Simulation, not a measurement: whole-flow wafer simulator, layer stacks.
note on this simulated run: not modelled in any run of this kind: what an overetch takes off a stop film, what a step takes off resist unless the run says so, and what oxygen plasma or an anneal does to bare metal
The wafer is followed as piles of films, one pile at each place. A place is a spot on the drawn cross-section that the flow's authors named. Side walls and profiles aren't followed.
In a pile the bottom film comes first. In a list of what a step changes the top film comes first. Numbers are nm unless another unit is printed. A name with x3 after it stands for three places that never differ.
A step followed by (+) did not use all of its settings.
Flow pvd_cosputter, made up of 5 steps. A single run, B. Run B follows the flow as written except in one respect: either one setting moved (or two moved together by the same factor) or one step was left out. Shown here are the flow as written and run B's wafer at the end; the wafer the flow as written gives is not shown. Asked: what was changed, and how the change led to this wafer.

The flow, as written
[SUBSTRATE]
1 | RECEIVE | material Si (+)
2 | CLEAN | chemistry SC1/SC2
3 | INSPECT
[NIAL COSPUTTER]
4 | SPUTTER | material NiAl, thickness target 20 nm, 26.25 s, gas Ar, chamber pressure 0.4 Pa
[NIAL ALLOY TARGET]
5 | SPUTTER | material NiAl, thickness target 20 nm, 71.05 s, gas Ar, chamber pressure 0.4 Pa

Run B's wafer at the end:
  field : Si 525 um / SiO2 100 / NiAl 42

What caused this: step 4, SPUTTER: thickness target 22 nm was run, while the flow as written has thickness target 20 nm; step 4, SPUTTER: 28.88 s was run, where the flow has 26.25 s.

How this came from the change, step by step:
  4 | SPUTTER | material NiAl, thickness target 20 nm, 26.25 s, gas Ar, chamber pressure 0.4 Pa
      field: NiAl gains 22 (new film) (it would be, as written: NiAl gains 20 (new film))
